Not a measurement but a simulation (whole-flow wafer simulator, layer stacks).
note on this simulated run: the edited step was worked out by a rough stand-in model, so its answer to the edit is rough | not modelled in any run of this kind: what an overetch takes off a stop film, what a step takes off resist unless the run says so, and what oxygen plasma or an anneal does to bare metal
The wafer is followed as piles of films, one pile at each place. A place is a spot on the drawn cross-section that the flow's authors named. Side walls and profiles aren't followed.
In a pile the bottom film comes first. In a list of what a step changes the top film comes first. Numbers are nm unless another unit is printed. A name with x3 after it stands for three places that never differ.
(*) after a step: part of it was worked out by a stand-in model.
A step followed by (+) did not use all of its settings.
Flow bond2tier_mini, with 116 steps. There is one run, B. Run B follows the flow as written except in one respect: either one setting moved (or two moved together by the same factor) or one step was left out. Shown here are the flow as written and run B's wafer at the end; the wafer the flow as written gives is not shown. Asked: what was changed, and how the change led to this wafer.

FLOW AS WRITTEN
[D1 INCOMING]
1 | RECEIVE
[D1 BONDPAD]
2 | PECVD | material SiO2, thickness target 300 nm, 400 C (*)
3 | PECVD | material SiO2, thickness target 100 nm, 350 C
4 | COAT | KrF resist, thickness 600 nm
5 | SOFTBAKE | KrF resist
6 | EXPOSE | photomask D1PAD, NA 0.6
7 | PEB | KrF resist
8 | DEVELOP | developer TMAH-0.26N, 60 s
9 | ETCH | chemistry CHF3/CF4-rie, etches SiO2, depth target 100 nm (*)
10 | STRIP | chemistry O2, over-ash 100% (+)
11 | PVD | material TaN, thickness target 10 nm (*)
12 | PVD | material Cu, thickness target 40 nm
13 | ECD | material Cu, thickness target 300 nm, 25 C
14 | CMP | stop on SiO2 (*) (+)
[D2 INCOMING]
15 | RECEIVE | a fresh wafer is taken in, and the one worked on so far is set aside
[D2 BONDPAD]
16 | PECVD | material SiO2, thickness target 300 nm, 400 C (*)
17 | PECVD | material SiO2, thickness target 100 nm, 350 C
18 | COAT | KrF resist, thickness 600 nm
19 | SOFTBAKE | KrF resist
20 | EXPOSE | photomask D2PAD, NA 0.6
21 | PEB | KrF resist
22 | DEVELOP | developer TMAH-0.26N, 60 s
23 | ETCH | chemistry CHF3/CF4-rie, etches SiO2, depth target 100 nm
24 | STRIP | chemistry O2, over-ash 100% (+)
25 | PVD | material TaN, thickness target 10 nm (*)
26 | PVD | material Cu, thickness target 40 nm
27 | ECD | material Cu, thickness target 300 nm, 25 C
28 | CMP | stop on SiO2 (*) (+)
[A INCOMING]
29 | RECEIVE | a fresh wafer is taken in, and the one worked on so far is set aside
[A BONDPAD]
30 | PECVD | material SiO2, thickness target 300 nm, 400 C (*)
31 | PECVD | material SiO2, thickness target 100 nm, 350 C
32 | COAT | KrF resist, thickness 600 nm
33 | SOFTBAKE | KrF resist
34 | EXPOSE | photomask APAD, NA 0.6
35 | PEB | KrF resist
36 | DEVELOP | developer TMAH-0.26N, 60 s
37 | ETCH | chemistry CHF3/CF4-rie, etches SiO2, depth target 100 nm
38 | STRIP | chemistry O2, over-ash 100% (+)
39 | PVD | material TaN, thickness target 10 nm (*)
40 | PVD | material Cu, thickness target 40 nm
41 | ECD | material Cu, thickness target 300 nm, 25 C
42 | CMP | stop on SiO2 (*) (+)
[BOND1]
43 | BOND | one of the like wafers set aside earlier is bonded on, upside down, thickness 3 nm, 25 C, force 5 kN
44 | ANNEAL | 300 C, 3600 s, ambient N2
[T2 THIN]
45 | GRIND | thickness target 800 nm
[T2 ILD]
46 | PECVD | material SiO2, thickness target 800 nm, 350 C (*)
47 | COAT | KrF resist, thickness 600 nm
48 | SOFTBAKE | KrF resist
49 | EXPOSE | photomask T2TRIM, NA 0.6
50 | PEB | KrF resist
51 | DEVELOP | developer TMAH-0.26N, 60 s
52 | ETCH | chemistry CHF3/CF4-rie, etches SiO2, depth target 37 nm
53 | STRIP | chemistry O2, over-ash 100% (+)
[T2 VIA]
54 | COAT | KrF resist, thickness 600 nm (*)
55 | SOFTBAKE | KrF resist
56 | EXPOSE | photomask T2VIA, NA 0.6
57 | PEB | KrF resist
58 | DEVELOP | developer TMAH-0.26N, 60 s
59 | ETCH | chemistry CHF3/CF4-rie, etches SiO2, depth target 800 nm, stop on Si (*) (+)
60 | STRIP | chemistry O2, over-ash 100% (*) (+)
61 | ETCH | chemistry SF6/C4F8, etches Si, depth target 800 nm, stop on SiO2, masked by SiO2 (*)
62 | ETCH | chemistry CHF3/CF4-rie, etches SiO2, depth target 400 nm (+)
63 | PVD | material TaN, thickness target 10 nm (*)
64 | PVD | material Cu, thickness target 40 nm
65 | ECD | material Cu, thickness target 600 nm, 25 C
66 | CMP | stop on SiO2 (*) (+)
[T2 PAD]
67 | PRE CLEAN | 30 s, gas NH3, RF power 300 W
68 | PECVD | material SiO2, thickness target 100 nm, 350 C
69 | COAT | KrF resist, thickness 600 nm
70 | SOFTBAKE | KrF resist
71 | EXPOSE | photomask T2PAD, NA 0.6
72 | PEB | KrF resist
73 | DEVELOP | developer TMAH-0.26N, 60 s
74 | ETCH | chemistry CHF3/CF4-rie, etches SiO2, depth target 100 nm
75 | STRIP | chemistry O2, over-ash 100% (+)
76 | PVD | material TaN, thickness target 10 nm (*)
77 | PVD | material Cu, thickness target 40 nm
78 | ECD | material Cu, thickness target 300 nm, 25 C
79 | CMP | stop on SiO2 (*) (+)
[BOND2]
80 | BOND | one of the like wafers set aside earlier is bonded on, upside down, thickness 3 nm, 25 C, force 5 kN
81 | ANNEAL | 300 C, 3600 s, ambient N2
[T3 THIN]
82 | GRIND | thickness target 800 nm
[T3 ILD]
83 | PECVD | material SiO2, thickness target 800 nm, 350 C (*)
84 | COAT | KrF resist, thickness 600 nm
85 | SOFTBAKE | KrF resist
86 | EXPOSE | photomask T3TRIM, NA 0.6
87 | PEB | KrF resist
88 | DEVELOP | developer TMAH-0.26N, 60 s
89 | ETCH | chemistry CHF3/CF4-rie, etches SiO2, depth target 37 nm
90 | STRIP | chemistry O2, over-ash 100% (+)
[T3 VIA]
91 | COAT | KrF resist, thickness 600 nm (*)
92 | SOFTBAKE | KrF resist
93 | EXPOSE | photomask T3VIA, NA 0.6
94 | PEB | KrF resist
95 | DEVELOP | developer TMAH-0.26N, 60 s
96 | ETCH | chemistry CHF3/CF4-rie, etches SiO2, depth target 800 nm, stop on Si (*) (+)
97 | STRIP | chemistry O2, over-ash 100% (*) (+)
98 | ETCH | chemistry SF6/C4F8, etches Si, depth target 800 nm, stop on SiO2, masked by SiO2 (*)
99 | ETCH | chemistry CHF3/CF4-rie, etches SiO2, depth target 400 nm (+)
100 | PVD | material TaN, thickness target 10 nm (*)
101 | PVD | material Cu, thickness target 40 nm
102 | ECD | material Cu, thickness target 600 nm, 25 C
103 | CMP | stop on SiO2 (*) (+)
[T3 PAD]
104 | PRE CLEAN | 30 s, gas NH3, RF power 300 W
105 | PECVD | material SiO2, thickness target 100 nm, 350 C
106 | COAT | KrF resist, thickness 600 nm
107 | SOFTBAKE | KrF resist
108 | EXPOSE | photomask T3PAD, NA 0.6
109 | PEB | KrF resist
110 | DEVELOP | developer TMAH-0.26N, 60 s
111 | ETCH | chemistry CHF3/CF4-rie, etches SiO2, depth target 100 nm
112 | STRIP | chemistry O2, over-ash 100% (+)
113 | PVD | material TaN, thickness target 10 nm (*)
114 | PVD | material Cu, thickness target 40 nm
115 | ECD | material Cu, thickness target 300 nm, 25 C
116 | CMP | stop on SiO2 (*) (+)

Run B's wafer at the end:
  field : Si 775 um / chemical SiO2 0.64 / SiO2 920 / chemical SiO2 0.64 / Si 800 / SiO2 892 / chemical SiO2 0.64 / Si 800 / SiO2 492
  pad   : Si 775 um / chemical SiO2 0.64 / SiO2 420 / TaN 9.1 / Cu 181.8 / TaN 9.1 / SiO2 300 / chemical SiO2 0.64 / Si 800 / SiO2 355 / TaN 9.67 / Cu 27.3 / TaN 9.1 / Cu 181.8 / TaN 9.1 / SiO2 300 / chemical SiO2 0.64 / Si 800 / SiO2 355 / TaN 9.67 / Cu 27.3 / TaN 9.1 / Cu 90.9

Cause: step 30, PECVD: thickness target 420 nm was run, while the flow as written has thickness target 300 nm.
One can read it off the wafer: pad has SiO2 420, and step 30 as written asks for 300 nm.

Step by step, how the change led to this:
  30 | PECVD | material SiO2, thickness target 300 nm, 400 C (*)
      field, pad, via: +420 SiO2 (new film) (it would be, as written: +300 SiO2 (new film))
